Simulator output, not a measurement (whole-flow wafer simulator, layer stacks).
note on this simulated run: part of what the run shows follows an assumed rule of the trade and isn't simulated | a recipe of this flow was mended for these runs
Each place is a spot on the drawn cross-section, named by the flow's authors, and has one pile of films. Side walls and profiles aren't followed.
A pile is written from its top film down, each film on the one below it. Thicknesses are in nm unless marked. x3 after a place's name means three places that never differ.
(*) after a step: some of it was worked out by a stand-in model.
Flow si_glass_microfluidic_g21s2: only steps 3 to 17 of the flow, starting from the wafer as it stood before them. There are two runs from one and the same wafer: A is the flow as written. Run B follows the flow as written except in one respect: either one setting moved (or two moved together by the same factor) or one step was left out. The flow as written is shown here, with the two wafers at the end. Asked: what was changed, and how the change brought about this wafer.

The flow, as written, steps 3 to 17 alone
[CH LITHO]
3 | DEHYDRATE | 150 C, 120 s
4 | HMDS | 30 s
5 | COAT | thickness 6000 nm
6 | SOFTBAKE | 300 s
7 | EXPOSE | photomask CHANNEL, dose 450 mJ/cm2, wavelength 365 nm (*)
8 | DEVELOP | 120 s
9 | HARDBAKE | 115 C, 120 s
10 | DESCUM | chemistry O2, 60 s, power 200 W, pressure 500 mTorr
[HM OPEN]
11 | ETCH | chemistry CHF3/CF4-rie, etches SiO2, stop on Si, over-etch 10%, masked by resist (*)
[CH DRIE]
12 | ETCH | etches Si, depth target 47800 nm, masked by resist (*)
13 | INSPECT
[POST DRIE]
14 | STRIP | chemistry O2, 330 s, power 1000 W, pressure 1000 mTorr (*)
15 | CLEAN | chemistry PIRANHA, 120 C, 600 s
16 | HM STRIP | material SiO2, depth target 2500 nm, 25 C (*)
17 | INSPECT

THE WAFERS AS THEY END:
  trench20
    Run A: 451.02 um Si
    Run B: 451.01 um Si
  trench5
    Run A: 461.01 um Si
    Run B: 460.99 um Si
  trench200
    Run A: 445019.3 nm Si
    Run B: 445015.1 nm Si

What caused this: step 11, ETCH: over-etch 16% was run, while the flow as written has over-etch 10%.

How this came from the change, step by step:
  11 | ETCH | chemistry CHF3/CF4-rie, etches SiO2, stop on Si, over-etch 10%, masked by resist (*)
      trench20, trench5, trench200: A -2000 SiO2 (all of it), -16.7 Si | B -2000 SiO2 (all of it), -26.7 Si
      land: A -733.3 thick-i-line-resist | B -773.3 thick-i-line-resist
  12 | ETCH | etches Si, depth target 47800 nm, masked by resist (*)
      trench5: A -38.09 um Si | B -38.1 um Si
      trench200: A -54.08 um Si | B -54.07 um Si
